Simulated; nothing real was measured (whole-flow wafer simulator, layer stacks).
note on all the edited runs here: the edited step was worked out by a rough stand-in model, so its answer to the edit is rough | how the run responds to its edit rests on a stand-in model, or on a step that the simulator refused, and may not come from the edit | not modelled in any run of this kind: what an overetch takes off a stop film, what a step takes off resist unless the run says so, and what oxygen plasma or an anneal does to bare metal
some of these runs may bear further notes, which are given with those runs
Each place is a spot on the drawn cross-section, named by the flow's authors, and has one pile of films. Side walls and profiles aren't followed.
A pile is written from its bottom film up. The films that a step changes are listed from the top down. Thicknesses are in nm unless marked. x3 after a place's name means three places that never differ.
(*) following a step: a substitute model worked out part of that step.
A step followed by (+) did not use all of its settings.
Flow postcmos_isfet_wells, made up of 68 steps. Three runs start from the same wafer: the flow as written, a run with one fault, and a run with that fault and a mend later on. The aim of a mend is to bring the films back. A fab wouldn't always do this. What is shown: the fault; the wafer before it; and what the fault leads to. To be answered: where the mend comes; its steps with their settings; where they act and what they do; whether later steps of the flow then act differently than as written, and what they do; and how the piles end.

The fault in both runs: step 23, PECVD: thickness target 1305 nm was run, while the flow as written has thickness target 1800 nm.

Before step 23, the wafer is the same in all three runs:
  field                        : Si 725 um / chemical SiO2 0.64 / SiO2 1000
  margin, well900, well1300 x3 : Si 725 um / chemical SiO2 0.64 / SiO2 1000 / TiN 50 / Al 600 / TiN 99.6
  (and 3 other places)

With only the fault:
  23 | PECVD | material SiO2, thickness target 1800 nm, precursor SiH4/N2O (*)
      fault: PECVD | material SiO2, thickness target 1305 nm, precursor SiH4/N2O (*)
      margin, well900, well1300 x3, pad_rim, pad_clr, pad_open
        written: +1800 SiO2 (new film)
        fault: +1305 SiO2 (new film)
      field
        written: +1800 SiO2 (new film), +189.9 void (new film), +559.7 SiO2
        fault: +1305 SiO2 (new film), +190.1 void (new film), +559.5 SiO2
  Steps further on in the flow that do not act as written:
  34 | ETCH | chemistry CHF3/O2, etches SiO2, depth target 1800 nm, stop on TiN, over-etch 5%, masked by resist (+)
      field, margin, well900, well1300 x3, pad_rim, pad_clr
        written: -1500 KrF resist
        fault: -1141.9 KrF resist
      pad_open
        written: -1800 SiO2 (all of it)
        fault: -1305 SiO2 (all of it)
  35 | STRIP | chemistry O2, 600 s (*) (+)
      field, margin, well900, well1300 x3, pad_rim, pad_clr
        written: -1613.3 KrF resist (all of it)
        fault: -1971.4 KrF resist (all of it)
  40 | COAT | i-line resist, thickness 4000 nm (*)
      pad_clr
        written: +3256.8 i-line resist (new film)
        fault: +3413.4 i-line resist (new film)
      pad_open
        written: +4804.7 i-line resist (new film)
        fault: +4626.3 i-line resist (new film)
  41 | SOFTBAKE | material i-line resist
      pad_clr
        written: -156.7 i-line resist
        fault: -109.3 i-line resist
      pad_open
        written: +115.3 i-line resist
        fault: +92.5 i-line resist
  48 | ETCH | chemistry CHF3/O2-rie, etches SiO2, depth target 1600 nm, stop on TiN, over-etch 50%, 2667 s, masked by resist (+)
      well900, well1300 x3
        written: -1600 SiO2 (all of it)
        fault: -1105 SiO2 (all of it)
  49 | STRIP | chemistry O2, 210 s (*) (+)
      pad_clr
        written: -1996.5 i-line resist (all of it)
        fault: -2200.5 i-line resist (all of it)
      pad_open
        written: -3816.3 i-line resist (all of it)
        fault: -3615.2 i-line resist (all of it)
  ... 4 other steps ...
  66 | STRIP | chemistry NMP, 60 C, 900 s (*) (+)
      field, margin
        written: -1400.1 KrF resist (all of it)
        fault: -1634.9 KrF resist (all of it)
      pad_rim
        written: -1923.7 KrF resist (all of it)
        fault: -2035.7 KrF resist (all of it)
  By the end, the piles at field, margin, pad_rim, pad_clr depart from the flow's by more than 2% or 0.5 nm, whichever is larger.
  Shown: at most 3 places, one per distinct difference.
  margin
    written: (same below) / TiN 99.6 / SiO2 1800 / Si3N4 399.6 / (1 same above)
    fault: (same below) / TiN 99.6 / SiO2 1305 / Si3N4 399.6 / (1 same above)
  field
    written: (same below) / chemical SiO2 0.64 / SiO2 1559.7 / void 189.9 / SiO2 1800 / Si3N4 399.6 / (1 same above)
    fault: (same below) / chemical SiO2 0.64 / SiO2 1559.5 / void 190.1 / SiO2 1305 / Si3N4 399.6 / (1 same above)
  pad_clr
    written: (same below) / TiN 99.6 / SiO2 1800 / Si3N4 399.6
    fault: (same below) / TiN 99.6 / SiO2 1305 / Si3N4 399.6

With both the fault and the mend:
  After step 23 comes the mend.
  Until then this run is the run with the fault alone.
  23a | PECVD | material SiO2, thickness target 495 nm, precursor SiH4/N2O (*) (a further turn of the flow's step 23, with different settings)
      field, margin, well900, well1300 x3, pad_rim, pad_clr, pad_open
        +495 SiO2
  None of the later steps of the flow acts differently than as written at any place that is followed.
  When the end is reached, the piles differ only a little from the flow's at the places that both follow, at most by 2% or 0.5 nm, whichever is larger.
